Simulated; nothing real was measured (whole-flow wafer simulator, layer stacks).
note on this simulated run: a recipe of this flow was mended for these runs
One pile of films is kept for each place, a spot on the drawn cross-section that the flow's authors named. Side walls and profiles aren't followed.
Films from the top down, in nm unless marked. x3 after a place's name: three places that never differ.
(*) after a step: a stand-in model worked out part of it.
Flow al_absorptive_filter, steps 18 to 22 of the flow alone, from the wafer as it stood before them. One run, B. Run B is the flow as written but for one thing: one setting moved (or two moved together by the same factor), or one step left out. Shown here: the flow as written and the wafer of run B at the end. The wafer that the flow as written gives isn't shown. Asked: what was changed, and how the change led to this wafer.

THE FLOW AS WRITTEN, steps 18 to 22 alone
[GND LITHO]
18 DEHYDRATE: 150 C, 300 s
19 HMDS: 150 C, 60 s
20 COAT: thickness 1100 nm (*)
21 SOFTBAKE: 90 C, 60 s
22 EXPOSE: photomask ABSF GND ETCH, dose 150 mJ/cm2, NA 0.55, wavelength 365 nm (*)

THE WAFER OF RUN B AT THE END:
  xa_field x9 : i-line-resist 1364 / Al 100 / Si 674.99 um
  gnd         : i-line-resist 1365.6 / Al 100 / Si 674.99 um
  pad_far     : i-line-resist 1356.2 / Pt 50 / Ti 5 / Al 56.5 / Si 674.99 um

The cause: step 20, COAT: thickness 1364 nm was run, where the flow has thickness 1100 nm.
It can be read off the wafer: xa_field x9 has i-line-resist 1364, and step 20 as written asks for 1100 nm.

How the change led to this, step by step:
  20 COAT: thickness 1100 nm (*)
      xa_field x9: i-line-resist +1364 (new film) (as written it would be: i-line-resist +1100 (new film))
      gnd: i-line-resist +1365.5 (new film) (as written it would be: i-line-resist +1101.5 (new film))
      (and at 4 more places)
